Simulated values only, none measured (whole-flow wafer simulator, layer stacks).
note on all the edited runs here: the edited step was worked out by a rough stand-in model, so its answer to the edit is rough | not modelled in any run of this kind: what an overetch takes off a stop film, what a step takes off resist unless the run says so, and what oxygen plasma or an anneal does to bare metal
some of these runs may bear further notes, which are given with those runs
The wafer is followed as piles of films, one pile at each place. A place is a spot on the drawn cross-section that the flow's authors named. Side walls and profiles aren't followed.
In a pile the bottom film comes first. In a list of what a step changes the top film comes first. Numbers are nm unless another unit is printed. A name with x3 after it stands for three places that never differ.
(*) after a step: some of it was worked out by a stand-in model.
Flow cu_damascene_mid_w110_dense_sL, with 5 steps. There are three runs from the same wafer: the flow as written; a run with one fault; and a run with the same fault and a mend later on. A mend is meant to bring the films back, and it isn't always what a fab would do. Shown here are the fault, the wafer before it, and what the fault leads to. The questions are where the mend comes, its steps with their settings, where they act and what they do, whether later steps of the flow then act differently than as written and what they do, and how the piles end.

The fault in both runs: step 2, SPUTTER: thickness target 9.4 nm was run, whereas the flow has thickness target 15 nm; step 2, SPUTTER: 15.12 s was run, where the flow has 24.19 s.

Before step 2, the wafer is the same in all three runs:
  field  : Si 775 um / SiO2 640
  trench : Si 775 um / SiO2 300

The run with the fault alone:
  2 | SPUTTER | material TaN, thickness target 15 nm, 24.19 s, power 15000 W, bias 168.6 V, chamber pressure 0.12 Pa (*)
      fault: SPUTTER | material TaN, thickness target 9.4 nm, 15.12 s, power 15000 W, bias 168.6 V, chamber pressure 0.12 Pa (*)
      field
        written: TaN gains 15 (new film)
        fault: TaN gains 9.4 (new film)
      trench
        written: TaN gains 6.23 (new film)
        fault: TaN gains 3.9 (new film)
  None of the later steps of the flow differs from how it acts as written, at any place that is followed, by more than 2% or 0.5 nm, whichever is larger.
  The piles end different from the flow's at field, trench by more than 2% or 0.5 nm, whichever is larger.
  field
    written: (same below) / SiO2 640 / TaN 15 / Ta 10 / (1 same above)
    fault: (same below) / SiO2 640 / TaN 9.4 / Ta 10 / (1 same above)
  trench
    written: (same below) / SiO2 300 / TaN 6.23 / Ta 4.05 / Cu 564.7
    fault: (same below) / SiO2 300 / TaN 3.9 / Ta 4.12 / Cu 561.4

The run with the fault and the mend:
  The mend stands after step 2.
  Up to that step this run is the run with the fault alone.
  2a | SPUTTER | material TaN, thickness target 5.6 nm, 9.031 s, power 15000 W, bias 168.6 V, chamber pressure 0.12 Pa (*) (the flow's step 2 again, with other settings)
      field
        TaN gains 5.6
      trench
        TaN gains 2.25
  None of the later steps of the flow differs from how it acts as written, at any place that is followed, by more than 2% or 0.5 nm, whichever is larger.
  At the end the piles are close to the flow's at the places that both follow, differing by at most 2% or 0.5 nm, whichever is larger.
